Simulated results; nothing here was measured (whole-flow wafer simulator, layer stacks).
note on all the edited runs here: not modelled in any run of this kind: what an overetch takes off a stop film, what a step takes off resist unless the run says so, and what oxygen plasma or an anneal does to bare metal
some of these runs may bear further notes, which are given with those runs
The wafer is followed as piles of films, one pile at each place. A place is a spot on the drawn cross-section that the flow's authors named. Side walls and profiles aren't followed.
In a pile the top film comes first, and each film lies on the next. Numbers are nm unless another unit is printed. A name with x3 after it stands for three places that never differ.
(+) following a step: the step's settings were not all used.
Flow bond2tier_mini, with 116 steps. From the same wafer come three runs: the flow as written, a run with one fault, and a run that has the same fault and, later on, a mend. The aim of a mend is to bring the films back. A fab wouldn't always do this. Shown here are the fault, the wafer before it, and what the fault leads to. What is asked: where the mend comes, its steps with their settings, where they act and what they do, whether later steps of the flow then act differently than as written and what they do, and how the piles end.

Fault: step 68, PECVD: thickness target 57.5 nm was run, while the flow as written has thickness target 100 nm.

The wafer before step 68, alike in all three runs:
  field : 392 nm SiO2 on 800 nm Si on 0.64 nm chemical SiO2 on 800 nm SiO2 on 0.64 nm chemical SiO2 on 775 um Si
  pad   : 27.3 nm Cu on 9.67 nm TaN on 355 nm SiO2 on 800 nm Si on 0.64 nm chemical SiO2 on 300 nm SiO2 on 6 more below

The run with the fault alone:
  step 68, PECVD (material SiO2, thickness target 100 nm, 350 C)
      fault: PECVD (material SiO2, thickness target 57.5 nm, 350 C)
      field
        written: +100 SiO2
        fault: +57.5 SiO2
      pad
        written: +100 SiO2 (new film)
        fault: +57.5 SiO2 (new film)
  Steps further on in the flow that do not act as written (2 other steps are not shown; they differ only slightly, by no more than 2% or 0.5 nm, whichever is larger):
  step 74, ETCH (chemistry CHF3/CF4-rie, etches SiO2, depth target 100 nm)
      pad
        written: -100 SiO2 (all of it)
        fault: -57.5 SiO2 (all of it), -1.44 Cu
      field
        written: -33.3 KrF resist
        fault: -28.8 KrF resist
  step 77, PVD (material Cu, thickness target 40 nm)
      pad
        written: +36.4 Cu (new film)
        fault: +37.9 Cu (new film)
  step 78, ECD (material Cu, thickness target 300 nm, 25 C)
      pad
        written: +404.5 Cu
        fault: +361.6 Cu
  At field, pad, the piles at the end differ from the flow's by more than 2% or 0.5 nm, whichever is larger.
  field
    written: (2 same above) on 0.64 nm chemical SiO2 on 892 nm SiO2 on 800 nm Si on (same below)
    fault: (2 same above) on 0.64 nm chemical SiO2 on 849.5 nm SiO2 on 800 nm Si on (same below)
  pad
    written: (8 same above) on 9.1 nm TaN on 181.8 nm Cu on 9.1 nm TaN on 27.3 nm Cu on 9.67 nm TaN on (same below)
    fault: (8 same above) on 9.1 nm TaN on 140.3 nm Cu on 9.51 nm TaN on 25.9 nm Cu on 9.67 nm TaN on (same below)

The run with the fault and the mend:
  The mend follows step 73.
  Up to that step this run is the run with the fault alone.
  step 73a, STRIP (chemistry O2, over-ash 100%) (+)
      field
        -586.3 KrF resist (all of it)
  step 73b, PECVD (material SiO2, thickness target 42.5 nm, 350 C) (a further turn of the flow's step 68, with different settings)
      field, pad
        +42.5 SiO2
  step 73c, COAT (KrF resist, thickness 600 nm) (a further turn of the flow's step 69)
      field, pad
        +600 KrF resist (new film)
  step 73d, SOFTBAKE (KrF resist) (a further turn of the flow's step 70)
      alters no film at any place that is followed
  step 73e, EXPOSE (photomask T2PAD, NA 0.6) (a further turn of the flow's step 71)
      alters no film at any place that is followed
  step 73f, PEB (KrF resist) (a further turn of the flow's step 72)
      alters no film at any place that is followed
  step 73g, DEVELOP (developer TMAH-0.26N, 60 s) (a further turn of the flow's step 73)
      field
        -13.7 KrF resist
      pad
        -600 KrF resist (all of it)
  Later steps of the flow that are run all act as written at every place that is followed.
  The piles end the same as the flow's at every place that both follow.
